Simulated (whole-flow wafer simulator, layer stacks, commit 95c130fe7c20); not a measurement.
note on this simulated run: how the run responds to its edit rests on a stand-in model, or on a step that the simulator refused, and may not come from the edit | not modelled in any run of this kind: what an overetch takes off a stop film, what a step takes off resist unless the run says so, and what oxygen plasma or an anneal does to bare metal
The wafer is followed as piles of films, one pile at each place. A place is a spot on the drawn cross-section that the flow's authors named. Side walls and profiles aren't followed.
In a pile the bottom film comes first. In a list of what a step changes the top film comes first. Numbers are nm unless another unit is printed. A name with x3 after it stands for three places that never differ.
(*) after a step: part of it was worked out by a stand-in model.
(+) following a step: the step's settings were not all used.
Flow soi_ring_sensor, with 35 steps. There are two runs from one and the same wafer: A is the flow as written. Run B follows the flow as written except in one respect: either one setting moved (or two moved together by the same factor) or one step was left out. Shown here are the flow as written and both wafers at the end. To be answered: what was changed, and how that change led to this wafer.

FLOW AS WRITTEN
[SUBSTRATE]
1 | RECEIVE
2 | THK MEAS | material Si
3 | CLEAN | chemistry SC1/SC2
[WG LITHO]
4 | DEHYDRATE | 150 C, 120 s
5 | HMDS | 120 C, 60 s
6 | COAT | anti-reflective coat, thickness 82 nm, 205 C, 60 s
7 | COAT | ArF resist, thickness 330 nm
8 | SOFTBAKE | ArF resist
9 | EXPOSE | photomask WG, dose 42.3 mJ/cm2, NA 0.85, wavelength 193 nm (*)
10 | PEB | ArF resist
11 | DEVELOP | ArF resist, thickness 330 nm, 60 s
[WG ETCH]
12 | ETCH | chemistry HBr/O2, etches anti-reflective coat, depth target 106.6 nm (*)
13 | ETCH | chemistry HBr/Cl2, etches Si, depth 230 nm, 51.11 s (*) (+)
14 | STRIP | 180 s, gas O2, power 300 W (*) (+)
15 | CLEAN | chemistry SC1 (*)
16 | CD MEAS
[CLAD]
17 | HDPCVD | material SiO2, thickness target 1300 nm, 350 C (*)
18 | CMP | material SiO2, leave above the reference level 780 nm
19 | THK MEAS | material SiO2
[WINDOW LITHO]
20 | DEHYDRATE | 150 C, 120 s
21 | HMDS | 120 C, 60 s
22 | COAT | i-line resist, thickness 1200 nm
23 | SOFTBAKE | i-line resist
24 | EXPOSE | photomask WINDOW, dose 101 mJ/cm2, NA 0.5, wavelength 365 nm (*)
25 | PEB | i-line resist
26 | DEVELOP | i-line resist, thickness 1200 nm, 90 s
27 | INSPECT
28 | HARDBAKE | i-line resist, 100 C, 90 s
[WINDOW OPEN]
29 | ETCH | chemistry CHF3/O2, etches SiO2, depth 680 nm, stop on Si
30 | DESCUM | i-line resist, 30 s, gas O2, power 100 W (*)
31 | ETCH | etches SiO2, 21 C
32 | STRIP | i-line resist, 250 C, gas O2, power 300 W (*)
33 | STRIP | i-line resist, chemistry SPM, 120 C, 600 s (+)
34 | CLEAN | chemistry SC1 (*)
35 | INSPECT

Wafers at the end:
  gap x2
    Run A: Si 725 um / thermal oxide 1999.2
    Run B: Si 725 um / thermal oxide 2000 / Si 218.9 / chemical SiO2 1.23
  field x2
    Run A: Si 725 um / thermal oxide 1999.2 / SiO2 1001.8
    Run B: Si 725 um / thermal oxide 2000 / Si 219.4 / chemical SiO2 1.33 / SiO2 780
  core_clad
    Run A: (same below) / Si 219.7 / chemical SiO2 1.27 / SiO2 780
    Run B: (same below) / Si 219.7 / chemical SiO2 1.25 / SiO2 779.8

Cause: step 13, ETCH: chemistry HBr/Cl2, etches Si, depth 230 nm, 51.11 s (*) (+), was not run.

How this came from the change, step by step:
  14 | STRIP | 180 s, gas O2, power 300 W (*) (+)
      gap x2, field x2: A nothing | B chemical SiO2 gains 1.33 (new film), Si loses 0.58
      core, core_clad: A ArF resist loses 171 (all of it), anti-reflective coat loses 82 (all of it), chemical SiO2 gains 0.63, Si loses 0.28 | B ArF resist loses 240.7 (all of it), anti-reflective coat loses 82 (all of it), chemical SiO2 gains 0.61, Si loses 0.27
  18 | CMP | material SiO2, leave above the reference level 780 nm
      gap x2, field x2: A SiO2 loses 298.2 | B SiO2 loses 520
  31 | ETCH | etches SiO2, 21 C
      gap x2: A SiO2 loses 321.8 (all of it) | B SiO2 loses 100 (all of it), chemical SiO2 loses 1.33 (all of it)
  32 | STRIP | i-line resist, 250 C, gas O2, power 300 W (*)
      gap x2: A nothing | B chemical SiO2 gains 1.23 (new film), Si loses 0.54
